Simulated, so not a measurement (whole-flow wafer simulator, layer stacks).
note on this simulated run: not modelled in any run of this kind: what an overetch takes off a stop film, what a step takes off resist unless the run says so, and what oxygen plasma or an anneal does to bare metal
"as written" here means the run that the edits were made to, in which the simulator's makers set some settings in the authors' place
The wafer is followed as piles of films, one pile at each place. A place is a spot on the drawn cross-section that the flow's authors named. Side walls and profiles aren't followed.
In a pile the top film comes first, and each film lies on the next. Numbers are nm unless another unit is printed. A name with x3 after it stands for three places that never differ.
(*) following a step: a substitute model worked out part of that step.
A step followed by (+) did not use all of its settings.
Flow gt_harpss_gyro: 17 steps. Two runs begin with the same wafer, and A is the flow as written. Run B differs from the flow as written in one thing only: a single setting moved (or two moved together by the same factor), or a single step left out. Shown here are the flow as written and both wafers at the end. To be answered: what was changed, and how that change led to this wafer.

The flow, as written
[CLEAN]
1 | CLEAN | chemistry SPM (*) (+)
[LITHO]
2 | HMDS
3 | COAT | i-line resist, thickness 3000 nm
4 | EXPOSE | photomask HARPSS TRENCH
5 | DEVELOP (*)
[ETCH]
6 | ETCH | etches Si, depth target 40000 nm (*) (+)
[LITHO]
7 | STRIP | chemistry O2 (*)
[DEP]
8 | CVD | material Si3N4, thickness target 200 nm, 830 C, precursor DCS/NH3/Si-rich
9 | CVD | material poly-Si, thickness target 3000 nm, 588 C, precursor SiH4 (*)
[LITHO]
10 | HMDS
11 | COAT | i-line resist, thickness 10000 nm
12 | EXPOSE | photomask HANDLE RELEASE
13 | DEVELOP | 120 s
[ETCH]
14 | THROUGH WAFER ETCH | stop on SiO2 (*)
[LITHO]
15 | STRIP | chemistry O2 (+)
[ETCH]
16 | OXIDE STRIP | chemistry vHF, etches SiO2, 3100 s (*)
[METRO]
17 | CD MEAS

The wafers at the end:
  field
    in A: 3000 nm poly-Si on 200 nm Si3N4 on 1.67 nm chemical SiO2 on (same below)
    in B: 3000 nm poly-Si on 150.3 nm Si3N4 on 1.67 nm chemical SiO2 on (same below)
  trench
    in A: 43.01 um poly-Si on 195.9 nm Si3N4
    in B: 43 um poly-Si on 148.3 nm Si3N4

The reason: step 8, CVD: thickness target 192 nm was run, whereas the flow has thickness target 200 nm; step 8, CVD: 803 C was run, where the flow has 830 C.

Step by step, how the change led to this:
  8 | CVD | material Si3N4, thickness target 200 nm, 830 C, precursor DCS/NH3/Si-rich
      field: A Si3N4 gains 200 (new film) | B Si3N4 gains 150.3 (new film)
      trench: A Si3N4 gains 195.9 (new film) | B Si3N4 gains 148.3 (new film)
  9 | CVD | material poly-Si, thickness target 3000 nm, 588 C, precursor SiH4 (*)
      trench: A poly-Si gains 43.01 um (new film) | B poly-Si gains 43 um (new film)
